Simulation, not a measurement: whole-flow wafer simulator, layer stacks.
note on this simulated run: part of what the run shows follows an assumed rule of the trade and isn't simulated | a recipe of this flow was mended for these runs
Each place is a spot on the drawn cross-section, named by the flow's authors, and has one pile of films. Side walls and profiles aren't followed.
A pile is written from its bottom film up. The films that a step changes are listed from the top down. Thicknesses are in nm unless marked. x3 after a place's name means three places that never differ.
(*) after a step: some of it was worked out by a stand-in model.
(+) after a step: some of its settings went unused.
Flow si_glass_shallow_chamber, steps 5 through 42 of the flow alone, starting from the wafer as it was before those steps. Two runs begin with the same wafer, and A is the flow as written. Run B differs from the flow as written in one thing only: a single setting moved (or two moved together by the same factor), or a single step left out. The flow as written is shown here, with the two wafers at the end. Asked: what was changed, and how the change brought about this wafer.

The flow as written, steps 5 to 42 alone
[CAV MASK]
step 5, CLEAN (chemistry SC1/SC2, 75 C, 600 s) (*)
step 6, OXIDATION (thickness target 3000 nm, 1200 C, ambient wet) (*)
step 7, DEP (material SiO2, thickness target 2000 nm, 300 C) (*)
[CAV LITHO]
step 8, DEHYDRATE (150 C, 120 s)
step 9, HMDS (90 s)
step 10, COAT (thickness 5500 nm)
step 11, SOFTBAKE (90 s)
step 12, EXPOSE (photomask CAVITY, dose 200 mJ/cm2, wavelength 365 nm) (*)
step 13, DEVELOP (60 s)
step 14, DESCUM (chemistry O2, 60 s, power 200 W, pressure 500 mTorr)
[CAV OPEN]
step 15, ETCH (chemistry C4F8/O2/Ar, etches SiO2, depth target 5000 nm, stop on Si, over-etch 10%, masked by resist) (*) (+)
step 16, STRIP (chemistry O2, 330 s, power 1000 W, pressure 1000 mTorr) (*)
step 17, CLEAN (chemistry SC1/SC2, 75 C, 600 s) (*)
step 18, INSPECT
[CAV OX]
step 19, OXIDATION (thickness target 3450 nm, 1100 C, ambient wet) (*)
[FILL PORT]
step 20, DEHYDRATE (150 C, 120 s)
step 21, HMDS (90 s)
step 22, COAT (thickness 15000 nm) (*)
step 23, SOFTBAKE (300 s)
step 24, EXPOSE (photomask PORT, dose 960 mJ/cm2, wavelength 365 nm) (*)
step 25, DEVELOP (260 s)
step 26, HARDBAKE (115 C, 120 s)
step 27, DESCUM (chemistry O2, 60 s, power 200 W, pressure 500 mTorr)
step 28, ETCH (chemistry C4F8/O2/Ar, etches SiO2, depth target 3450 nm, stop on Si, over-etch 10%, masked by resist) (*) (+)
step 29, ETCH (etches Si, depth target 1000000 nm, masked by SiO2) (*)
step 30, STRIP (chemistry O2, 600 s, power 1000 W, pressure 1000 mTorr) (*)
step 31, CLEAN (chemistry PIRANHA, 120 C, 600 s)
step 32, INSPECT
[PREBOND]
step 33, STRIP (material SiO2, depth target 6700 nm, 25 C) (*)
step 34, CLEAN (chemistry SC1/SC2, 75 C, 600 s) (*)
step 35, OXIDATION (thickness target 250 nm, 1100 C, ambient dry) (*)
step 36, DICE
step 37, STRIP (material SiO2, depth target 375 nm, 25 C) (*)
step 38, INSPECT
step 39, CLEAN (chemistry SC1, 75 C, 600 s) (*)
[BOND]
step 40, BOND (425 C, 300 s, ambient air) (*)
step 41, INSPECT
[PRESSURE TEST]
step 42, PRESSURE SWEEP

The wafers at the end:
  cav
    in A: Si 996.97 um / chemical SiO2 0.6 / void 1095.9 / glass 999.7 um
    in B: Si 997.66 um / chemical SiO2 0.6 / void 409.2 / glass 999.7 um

Cause: step 15, ETCH: depth target 2762 nm was run, whereas the flow has depth target 5000 nm.

Step by step, how the change led to this:
  step 15, ETCH (chemistry C4F8/O2/Ar, etches SiO2, depth target 5000 nm, stop on Si, over-etch 10%, masked by resist) (*) (+)
      cav, port: A -5000 SiO2 (all of it), -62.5 Si | B -3038.2 SiO2
      rim, ramp, septum, ring: A -1100 thick-i-line-resist | B -607.6 thick-i-line-resist
  step 16, STRIP (chemistry O2, 330 s, power 1000 W, pressure 1000 mTorr) (*)
      cav, port: A +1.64 chemical SiO2 (new film), -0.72 Si | B nothing
      rim, ramp, septum, ring: A -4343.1 thick-i-line-resist (all of it) | B -4835.4 thick-i-line-resist (all of it)
  step 17, CLEAN (chemistry SC1/SC2, 75 C, 600 s) (*)
      cav, port: A -1.04 chemical SiO2, -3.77 Si | B -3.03 SiO2
  step 19, OXIDATION (thickness target 3450 nm, 1100 C, ambient wet) (*)
      cav, port: A +3450 SiO2 (new film), -0.6 chemical SiO2 (all of it), -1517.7 Si | B +2040.8 SiO2, -897.9 Si
  step 22, COAT (thickness 15000 nm) (*)
      rim: A +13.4 um thick-i-line-resist (new film) | B +13.91 um thick-i-line-resist (new film)
      ramp: A +12.89 um thick-i-line-resist (new film) | B +13.57 um thick-i-line-resist (new film)
      (also at 4 further places)
  step 23, SOFTBAKE (300 s)
      rim: A -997 thick-i-line-resist | B -654.2 thick-i-line-resist
      ramp: A -487.1 thick-i-line-resist | B -310.9 thick-i-line-resist
      (also at 4 further places)
  step 25, DEVELOP (260 s)
      port: A -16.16 um thick-i-line-resist (all of it) | B -15.77 um thick-i-line-resist (all of it)
  step 26, HARDBAKE (115 C, 120 s)
      rim, ramp: A -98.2 thick-i-line-resist | B -108.7 thick-i-line-resist
      cav: A -147.1 thick-i-line-resist | B -141.8 thick-i-line-resist
  step 28, ETCH (chemistry C4F8/O2/Ar, etches SiO2, depth target 3450 nm, stop on Si, over-etch 10%, masked by resist) (*) (+)
      port: A -3450 SiO2 (all of it), -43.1 Si | B -3795 SiO2
  step 29, ETCH (etches Si, depth target 1000000 nm, masked by SiO2) (*)
      port: A +997.05 um hole (new film), -997.05 um Si (all of it) | B +997.98 um hole (new film), -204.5 SiO2 (all of it), -997.78 um Si (all of it)
      rim, ramp: A -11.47 um thick-i-line-resist (all of it), -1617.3 SiO2 | B -12.32 um thick-i-line-resist (all of it), -1166.6 SiO2
      (also at 2 further places)
  step 30, STRIP (chemistry O2, 600 s, power 1000 W, pressure 1000 mTorr) (*)
      cav: A -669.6 thick-i-line-resist (all of it) | B -293.9 thick-i-line-resist (all of it)
  step 33, STRIP (material SiO2, depth target 6700 nm, 25 C) (*)
      rim, ramp: A -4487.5 SiO2 (all of it) | B -4938.2 SiO2 (all of it)
      cav: A -3450 SiO2 (all of it) | B -3999.5 SiO2 (all of it)
  step 40, BOND (425 C, 300 s, ambient air) (*)
      cav: A +999.7 um glass (new film), +1095.9 void (new film) | B +999.7 um glass (new film), +409.2 void (new film)
      port: A +999.7 um glass (new film), +1017.3 hole | B +999.7 um glass (new film), +82.8 hole
